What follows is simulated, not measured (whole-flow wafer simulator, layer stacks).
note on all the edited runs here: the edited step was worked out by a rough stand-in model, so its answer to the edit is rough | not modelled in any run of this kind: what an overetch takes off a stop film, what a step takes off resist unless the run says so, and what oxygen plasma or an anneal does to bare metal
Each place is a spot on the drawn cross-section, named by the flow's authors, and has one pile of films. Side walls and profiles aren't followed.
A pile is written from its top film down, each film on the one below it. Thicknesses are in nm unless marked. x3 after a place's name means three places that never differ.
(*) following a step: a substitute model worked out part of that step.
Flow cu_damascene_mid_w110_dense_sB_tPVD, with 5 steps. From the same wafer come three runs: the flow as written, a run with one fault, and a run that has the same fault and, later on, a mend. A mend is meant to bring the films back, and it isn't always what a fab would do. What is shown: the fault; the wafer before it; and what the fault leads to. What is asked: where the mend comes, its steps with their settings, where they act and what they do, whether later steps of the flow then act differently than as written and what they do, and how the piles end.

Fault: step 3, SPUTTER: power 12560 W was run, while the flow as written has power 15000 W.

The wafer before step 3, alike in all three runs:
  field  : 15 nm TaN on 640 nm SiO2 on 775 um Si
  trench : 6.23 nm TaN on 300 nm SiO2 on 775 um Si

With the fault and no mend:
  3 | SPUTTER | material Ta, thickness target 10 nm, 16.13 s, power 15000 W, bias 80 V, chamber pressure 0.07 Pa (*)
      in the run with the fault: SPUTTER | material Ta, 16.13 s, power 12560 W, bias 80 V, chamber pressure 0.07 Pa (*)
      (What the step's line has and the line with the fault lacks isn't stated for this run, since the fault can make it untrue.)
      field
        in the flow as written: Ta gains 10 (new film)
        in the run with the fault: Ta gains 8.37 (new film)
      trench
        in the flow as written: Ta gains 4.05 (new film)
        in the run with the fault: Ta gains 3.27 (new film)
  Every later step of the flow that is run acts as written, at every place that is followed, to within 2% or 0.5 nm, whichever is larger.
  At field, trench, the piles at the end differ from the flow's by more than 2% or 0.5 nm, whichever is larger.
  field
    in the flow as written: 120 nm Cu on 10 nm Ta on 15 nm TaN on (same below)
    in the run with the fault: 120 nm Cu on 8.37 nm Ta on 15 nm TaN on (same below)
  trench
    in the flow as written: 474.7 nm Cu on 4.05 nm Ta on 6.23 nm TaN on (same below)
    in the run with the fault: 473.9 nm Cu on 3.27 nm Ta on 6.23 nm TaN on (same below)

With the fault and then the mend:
  After step 3 comes the mend.
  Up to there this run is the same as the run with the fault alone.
  3a | SPUTTER | material Ta, thickness target 1.668 nm, 2.69 s, power 15000 W, bias 80 V, chamber pressure 0.07 Pa (*) (the flow's step 3, run once more with other settings)
      field
        Ta gains 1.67
      trench
        Ta gains 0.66
  Every later step of the flow that is run acts as written, at every place that is followed, to within 2% or 0.5 nm, whichever is larger.
  When the end is reached, the piles differ only a little from the flow's at the places that both follow, at most by 2% or 0.5 nm, whichever is larger.
